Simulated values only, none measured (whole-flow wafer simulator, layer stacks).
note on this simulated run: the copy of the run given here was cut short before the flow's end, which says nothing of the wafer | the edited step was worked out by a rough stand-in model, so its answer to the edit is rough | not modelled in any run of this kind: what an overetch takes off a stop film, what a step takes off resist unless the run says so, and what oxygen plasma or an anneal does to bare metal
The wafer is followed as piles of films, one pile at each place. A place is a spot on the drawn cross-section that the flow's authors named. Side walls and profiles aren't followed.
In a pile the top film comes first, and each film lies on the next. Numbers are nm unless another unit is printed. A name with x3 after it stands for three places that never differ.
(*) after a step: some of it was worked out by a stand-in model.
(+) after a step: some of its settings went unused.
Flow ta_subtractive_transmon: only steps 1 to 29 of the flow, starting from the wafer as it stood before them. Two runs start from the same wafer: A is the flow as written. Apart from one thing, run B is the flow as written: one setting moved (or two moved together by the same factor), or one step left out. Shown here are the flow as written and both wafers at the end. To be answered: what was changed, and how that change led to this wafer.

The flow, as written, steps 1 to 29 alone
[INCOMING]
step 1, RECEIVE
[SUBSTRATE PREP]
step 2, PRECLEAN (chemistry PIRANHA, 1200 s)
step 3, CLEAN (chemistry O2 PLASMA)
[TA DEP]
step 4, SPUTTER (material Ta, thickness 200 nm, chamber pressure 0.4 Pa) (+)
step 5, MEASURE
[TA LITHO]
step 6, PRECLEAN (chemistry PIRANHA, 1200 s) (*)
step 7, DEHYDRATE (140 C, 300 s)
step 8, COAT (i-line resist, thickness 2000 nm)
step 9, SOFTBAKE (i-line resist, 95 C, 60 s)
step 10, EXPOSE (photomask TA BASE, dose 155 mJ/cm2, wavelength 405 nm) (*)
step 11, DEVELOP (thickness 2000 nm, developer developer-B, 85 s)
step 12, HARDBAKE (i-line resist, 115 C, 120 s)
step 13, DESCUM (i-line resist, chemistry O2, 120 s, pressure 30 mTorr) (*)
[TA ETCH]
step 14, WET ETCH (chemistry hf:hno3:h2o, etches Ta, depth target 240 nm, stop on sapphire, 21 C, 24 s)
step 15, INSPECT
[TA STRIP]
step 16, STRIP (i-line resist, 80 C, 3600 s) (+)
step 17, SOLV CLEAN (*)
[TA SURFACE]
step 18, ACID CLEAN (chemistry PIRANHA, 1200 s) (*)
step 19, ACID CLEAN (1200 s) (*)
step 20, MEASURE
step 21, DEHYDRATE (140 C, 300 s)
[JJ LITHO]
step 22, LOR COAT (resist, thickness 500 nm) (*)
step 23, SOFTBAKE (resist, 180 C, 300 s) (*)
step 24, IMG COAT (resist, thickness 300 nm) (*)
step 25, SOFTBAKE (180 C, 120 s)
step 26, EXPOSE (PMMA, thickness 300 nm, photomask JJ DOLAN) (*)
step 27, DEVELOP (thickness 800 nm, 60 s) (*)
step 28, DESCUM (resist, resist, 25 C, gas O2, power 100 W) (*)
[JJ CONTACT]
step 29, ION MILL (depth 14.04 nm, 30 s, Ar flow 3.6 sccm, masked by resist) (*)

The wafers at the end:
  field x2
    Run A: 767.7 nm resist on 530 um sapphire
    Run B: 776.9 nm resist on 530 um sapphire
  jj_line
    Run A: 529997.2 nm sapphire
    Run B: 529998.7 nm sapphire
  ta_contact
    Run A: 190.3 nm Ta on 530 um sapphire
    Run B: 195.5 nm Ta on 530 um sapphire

The reason: step 29, ION MILL: 13.5 s was run, whereas the flow has 30 s.

How this came from the change, step by step:
  step 29, ION MILL (depth 14.04 nm, 30 s, Ar flow 3.6 sccm, masked by resist) (*)
      field x2, ta_pad: A resist loses 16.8 | B resist loses 7.55
      jj_line, lead: A sapphire loses 2.8 | B sapphire loses 1.26
      (as well as at 1 more place)
